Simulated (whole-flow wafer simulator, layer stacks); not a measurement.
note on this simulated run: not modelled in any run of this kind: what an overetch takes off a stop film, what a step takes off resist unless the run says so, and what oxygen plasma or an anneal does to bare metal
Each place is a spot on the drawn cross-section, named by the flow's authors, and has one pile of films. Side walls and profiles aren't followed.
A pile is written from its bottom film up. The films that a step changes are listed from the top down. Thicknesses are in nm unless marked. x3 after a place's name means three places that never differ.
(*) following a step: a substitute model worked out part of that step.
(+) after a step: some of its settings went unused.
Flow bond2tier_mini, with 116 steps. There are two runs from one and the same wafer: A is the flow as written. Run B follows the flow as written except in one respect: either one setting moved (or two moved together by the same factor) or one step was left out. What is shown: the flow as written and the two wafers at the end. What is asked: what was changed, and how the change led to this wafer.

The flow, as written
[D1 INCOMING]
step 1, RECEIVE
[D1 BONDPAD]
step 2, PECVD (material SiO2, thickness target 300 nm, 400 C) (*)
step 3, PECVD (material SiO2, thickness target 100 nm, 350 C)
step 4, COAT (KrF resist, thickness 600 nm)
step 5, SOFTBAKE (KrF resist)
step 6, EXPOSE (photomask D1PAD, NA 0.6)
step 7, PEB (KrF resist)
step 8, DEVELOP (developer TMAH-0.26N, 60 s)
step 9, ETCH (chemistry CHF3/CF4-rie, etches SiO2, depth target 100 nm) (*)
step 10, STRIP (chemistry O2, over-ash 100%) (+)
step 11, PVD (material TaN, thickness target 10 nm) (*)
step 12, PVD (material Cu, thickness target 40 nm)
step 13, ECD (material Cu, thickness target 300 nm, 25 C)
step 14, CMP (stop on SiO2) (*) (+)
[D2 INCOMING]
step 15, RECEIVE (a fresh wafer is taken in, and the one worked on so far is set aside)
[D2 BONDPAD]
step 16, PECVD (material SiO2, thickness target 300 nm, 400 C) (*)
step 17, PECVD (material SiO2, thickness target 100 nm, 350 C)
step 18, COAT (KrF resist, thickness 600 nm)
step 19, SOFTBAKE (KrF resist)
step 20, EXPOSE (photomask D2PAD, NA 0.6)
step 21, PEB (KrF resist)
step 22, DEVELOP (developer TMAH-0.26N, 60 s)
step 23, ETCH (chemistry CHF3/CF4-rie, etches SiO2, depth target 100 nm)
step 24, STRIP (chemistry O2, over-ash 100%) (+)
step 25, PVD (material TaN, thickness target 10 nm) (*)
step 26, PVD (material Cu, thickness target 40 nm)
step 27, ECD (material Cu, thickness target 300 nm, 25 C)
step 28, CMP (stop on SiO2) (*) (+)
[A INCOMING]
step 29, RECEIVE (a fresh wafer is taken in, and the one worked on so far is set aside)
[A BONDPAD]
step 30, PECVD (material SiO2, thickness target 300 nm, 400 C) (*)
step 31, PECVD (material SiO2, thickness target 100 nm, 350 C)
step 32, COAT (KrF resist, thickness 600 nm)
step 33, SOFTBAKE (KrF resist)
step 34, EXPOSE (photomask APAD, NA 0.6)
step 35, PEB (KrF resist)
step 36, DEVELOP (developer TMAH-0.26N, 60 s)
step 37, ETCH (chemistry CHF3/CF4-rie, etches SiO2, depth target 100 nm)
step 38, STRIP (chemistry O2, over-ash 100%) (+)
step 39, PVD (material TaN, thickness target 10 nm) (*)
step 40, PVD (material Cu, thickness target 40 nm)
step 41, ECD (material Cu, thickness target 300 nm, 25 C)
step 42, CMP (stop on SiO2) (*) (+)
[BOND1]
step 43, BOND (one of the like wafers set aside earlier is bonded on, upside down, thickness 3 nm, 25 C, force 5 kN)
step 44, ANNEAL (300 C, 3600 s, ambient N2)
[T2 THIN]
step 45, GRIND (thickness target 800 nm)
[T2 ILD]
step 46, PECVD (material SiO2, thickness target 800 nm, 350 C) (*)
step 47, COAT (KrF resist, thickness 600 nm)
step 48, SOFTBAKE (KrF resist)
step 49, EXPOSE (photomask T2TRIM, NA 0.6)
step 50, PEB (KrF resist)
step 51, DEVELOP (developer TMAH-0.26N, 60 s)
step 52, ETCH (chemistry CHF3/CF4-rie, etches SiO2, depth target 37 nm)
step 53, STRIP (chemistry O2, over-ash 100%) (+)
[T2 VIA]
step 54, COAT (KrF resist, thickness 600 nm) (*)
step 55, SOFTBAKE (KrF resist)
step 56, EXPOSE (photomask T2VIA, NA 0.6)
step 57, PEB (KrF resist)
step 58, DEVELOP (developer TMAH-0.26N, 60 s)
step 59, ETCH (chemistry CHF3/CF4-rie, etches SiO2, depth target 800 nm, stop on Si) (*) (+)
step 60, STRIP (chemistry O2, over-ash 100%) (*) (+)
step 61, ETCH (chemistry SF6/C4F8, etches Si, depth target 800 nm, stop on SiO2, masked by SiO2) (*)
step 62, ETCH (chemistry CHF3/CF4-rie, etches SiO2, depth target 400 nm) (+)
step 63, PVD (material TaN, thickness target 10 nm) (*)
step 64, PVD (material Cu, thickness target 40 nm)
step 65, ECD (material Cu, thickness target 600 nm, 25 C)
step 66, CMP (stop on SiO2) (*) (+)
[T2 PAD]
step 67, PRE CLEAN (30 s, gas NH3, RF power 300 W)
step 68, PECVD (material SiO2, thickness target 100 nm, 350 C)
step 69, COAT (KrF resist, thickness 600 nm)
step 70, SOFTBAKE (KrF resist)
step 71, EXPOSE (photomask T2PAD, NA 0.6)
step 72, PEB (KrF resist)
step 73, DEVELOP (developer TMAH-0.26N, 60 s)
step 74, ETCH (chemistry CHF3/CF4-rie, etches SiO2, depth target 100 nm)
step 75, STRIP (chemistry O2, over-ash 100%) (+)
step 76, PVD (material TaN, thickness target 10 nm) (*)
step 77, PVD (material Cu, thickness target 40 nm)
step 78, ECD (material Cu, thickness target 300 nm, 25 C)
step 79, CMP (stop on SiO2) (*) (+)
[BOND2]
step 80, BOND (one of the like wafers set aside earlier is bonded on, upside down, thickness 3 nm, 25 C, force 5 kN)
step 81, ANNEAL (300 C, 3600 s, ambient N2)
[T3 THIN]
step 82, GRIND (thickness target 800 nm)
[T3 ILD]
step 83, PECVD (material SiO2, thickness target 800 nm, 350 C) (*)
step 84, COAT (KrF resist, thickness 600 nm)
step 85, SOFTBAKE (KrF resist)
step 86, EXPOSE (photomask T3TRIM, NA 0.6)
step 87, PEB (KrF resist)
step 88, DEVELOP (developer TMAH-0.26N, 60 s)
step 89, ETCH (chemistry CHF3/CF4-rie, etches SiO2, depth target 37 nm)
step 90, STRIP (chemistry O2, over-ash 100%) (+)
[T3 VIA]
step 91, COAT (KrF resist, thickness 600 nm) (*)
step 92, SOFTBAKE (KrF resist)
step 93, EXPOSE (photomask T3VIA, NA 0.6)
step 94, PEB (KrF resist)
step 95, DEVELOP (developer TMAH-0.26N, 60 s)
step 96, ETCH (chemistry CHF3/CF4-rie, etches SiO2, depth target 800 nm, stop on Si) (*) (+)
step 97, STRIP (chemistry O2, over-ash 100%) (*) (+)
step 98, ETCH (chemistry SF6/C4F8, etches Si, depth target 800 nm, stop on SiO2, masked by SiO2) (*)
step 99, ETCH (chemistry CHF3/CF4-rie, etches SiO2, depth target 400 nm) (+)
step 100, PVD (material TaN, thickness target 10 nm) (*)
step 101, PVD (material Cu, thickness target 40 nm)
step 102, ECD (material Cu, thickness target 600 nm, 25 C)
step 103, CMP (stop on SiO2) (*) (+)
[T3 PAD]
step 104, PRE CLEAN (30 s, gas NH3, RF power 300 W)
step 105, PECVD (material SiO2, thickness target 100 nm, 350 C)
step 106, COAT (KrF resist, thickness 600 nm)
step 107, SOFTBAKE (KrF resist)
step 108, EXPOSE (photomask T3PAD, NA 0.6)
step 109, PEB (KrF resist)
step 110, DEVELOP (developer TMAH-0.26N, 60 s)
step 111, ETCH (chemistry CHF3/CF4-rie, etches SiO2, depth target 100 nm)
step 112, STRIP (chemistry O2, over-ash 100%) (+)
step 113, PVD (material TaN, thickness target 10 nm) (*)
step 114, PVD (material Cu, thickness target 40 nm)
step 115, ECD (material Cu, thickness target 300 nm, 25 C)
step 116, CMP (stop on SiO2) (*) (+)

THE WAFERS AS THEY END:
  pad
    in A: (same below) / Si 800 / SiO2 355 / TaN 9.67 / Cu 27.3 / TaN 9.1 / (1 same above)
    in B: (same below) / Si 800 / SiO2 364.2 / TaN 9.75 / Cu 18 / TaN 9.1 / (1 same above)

Cause: step 89, ETCH: depth target 27.8 nm was run, while the flow as written has depth target 37 nm.

How this came from the change, step by step:
  step 89, ETCH (chemistry CHF3/CF4-rie, etches SiO2, depth target 37 nm)
      field: A -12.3 KrF resist | B -9.27 KrF resist
      pad: A -37 SiO2 | B -27.8 SiO2
